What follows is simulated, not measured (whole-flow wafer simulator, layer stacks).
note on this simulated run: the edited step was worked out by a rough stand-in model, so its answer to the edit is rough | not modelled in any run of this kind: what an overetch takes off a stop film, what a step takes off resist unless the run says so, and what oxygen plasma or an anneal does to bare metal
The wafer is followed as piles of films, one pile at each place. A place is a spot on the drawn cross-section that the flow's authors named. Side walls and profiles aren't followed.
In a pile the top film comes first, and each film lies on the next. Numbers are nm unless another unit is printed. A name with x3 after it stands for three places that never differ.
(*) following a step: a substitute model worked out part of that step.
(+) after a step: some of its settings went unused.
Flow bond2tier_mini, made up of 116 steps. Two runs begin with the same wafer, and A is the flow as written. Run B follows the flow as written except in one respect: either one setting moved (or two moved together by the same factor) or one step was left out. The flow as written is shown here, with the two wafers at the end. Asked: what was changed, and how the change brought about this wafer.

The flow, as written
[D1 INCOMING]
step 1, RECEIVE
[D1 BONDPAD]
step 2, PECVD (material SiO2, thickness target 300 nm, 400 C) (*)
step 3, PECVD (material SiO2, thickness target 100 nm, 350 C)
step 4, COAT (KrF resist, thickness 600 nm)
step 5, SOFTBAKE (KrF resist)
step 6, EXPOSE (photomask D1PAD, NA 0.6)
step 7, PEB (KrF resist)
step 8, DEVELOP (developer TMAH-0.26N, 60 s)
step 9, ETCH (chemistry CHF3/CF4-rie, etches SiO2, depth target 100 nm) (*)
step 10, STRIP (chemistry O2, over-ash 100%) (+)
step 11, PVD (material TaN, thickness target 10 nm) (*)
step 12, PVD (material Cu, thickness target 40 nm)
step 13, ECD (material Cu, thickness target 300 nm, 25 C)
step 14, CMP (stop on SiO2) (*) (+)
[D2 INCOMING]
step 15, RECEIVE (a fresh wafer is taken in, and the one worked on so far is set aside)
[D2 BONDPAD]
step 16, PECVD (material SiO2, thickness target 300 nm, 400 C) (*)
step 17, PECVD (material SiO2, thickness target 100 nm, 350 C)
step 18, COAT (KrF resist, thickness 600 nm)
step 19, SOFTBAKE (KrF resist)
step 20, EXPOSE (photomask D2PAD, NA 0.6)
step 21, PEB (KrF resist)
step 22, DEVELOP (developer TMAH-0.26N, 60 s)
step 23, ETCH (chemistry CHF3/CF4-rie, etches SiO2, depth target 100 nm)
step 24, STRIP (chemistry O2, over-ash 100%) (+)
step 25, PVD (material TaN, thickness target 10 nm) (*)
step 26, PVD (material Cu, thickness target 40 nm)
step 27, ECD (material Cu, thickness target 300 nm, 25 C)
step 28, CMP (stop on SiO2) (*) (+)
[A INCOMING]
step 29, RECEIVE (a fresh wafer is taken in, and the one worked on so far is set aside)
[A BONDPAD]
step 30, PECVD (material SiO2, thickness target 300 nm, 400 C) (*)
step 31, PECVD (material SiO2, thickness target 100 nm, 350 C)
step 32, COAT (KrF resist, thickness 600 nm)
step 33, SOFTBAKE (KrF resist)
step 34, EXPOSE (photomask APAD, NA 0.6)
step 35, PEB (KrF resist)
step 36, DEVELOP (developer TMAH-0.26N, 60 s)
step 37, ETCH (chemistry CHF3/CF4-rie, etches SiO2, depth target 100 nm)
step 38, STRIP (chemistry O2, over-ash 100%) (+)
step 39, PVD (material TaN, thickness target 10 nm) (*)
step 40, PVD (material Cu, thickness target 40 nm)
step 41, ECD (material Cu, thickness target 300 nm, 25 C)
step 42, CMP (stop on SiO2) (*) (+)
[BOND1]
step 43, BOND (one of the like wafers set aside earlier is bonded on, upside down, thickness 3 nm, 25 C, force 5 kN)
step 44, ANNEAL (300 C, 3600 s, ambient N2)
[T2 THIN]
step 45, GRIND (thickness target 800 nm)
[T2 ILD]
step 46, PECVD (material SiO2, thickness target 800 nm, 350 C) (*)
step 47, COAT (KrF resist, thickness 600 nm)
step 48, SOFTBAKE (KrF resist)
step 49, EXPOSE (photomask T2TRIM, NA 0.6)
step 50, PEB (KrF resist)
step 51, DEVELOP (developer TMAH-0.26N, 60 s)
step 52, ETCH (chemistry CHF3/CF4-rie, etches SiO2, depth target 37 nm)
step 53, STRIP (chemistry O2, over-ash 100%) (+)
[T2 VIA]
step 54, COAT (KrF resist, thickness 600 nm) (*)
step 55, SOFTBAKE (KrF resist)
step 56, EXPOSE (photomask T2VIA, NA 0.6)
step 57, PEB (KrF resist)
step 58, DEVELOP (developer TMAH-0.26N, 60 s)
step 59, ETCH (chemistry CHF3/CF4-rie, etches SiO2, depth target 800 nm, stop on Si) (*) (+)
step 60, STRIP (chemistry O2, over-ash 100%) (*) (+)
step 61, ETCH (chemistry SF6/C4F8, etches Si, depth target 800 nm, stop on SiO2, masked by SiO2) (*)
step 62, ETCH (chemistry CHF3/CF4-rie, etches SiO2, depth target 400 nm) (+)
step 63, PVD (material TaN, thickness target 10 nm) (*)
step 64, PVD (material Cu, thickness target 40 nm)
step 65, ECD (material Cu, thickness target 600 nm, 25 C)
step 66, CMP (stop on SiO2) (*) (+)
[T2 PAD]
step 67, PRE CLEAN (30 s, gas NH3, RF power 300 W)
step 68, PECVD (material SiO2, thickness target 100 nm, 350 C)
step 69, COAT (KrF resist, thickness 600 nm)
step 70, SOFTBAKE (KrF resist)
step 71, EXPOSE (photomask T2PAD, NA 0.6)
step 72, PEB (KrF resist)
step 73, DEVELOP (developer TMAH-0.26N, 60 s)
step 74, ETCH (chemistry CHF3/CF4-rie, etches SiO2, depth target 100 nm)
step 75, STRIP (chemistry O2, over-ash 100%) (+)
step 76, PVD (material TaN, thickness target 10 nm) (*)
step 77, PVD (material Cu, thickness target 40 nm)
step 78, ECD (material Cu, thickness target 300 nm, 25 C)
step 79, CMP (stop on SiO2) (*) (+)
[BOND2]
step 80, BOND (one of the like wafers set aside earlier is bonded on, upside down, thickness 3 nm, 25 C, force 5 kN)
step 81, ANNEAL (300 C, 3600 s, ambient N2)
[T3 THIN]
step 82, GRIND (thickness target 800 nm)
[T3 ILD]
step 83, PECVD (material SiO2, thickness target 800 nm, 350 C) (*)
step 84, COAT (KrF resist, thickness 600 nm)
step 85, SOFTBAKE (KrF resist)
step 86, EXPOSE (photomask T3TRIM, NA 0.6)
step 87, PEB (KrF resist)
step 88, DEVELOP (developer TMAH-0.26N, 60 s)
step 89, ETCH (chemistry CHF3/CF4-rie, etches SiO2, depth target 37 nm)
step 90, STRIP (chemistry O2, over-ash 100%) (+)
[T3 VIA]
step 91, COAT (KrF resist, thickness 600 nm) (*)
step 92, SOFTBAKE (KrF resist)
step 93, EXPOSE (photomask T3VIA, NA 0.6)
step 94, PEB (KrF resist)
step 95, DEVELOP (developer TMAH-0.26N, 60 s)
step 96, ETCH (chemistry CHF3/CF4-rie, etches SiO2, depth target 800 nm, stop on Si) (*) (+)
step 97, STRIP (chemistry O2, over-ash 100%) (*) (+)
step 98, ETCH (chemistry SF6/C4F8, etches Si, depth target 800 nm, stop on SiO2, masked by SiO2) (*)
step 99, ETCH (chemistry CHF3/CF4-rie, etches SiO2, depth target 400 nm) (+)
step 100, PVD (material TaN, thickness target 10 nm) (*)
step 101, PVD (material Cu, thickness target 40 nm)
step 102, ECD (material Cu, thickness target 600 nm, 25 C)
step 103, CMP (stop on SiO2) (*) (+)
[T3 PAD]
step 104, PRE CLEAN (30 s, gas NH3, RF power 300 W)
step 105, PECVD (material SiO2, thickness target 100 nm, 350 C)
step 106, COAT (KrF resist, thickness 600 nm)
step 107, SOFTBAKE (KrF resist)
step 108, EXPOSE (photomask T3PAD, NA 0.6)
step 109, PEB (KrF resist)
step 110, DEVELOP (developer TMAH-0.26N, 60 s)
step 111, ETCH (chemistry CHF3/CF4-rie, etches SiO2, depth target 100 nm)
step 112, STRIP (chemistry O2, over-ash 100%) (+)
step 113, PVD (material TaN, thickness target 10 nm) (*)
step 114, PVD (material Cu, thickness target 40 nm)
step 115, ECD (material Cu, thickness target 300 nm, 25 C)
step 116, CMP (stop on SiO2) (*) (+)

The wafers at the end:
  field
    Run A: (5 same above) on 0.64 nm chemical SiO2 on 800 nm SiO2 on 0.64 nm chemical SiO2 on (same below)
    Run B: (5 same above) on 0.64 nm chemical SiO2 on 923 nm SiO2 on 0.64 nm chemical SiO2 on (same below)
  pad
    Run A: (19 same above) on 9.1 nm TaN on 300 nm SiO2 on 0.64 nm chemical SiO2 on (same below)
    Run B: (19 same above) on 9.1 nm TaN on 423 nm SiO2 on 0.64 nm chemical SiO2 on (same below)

What caused this: step 30, PECVD: thickness target 423 nm was run, though the flow has thickness target 300 nm.
The wafer itself shows it: pad has SiO2 423, and step 30 as written asks for 300 nm.

The path from the change to this, step by step:
  step 30, PECVD (material SiO2, thickness target 300 nm, 400 C) (*)
      field, pad, via: A SiO2 gains 300 (new film) | B SiO2 gains 423 (new film)
